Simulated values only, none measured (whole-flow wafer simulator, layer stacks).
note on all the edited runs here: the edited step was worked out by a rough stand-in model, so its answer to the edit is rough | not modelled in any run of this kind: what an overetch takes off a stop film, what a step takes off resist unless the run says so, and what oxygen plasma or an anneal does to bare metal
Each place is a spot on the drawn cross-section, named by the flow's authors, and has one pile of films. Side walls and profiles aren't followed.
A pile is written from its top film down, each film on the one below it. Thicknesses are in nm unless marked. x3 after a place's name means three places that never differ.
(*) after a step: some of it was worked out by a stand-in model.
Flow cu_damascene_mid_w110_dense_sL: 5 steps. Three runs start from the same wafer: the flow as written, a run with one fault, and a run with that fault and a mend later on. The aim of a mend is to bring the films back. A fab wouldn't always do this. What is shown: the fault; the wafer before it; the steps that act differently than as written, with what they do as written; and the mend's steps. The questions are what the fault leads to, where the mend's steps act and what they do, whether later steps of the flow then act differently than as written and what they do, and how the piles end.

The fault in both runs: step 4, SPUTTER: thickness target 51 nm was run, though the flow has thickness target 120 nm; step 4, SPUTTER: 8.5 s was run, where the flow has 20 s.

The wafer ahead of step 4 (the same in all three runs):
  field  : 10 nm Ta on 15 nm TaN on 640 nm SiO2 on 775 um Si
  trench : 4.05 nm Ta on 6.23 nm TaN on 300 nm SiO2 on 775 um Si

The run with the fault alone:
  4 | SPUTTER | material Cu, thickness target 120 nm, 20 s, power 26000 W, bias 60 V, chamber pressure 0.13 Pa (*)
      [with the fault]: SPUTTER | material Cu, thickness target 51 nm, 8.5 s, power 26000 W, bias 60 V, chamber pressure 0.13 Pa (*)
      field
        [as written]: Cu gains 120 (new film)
        [with the fault]: Cu gains 51 (new film)
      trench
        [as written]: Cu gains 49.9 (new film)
        [with the fault]: Cu gains 21.2 (new film)
  Steps later in the flow that act otherwise than as written:
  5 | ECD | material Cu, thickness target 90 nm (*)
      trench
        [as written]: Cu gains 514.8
        [with the fault]: Cu gains 474.5
  By the end, the piles at field, trench depart from the flow's by more than 2% or 0.5 nm, whichever is larger.
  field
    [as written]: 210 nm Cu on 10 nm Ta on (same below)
    [with the fault]: 141 nm Cu on 10 nm Ta on (same below)
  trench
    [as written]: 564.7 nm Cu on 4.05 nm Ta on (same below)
    [with the fault]: 495.7 nm Cu on 4.05 nm Ta on (same below)

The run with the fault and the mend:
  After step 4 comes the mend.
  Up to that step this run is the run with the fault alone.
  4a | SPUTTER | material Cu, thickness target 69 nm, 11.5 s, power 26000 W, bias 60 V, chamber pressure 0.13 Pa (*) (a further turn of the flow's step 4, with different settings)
      field
        Cu gains 69
      trench
        Cu gains 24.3
  None of the later steps of the flow differs from how it acts as written, at any place that is followed, by more than 2% or 0.5 nm, whichever is larger.
  By the end, the piles equal the flow's at every place that both follow.
